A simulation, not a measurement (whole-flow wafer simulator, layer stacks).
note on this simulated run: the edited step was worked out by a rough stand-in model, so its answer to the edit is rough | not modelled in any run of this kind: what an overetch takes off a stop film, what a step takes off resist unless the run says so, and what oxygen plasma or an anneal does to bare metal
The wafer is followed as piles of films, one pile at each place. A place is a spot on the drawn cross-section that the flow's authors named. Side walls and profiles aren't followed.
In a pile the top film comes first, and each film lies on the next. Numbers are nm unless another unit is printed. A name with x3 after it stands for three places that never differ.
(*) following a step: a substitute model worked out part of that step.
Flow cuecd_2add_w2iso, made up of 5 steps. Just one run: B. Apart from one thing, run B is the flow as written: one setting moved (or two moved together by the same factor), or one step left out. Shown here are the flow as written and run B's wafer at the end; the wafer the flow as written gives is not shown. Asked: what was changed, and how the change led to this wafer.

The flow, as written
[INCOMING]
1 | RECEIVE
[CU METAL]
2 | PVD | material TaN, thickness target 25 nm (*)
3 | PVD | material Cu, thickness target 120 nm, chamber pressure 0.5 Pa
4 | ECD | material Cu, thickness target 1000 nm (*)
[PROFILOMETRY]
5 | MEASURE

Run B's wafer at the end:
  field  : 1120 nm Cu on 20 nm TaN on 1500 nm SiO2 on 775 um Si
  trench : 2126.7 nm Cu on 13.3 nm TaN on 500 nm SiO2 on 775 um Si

What caused this: step 2, PVD: thickness target 20 nm was run, while the flow as written has thickness target 25 nm.
The wafer lets one read it off: field has TaN 20, and step 2 as written asks for 25 nm.

Step by step, how the change led to this:
  2 | PVD | material TaN, thickness target 25 nm (*)
      field: +20 TaN (new film) (in the flow as written it would be: +25 TaN (new film))
      trench: +13.3 TaN (new film) (in the flow as written it would be: +16.6 TaN (new film))
